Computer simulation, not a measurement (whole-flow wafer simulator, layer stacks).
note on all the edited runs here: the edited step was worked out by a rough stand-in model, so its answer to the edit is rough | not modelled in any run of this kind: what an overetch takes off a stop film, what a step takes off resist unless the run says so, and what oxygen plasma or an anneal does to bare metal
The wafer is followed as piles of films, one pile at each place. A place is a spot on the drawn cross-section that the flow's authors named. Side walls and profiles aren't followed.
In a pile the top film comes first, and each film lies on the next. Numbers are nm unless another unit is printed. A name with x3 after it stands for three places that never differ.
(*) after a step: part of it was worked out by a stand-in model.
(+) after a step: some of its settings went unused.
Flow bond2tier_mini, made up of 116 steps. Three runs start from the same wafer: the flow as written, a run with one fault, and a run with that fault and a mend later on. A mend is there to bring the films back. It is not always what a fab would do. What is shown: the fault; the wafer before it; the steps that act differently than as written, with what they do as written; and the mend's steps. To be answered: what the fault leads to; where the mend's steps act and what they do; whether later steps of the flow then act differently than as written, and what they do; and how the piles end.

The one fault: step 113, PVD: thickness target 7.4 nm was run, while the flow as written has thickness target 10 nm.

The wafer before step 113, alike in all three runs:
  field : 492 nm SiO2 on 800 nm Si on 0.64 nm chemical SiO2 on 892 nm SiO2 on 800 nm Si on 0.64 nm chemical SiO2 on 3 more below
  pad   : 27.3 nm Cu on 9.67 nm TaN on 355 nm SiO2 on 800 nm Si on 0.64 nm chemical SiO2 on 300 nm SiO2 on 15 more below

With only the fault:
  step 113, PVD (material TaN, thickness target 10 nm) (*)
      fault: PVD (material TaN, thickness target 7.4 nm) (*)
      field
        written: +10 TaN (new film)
        fault: +7.4 TaN (new film)
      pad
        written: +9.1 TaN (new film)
        fault: +6.74 TaN (new film)
  Later steps of the flow acting differently than as written (1 more step, not shown, differs only slightly: by at most 2% or 0.5 nm, whichever is larger):
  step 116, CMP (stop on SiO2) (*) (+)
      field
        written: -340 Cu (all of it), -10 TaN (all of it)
        fault: -340 Cu (all of it), -7.4 TaN (all of it)
  At pad, the piles at the end differ from the flow's by more than 2% or 0.5 nm, whichever is larger.
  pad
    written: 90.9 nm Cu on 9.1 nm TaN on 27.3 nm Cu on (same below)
    fault: 93.3 nm Cu on 6.74 nm TaN on 27.3 nm Cu on (same below)

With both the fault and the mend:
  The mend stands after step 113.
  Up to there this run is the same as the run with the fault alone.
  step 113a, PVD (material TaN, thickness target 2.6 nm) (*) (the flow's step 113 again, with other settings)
      field
        +2.6 TaN
      pad
        +2.36 TaN
  Later steps of the flow that are run all act as written at every place that is followed.
  By the end, the piles equal the flow's at every place that both follow.
